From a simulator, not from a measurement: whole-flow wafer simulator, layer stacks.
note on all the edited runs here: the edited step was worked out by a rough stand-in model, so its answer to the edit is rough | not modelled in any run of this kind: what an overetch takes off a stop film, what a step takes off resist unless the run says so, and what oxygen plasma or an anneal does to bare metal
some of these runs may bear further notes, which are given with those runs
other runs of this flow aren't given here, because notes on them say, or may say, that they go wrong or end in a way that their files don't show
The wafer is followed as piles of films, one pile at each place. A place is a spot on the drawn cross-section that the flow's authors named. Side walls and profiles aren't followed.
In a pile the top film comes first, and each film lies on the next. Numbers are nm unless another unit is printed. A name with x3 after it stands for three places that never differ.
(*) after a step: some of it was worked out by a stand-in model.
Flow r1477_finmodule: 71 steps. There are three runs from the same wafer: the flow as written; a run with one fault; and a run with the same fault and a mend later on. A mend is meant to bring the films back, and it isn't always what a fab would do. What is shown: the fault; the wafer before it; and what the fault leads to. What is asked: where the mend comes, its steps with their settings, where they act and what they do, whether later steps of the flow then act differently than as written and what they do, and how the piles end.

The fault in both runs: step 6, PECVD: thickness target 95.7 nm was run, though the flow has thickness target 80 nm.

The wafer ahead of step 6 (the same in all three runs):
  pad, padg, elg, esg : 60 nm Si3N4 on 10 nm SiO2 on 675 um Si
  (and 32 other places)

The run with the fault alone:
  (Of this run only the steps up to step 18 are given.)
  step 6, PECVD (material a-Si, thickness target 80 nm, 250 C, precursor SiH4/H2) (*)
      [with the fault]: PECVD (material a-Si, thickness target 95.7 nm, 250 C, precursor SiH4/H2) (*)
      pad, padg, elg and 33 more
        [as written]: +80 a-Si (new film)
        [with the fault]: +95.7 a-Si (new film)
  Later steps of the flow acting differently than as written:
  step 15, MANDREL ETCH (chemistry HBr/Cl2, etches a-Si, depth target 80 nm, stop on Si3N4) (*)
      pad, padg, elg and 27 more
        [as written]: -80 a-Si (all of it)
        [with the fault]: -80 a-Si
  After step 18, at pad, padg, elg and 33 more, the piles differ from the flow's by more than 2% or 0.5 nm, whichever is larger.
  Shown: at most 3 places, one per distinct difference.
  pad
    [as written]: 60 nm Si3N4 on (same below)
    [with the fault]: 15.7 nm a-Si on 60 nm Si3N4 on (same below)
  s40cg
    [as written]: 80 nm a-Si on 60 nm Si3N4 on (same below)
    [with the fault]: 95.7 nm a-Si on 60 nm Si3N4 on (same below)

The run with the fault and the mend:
  The mend stands after step 7.
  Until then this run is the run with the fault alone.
  step 7a, ETCH (chemistry tmah, depth target 110.1 nm)
      pad, padg, elg and 33 more
        -95.7 a-Si (all of it)
  step 7b, PECVD (material a-Si, thickness target 80 nm, 250 C, precursor SiH4/H2) (*) (a further turn of the flow's step 6)
      pad, padg, elg and 33 more
        +80 a-Si (new film)
  Every later step of the flow that is run acts as written at every place that is followed.
  At every place that both follow, the piles at the end match the flow's.
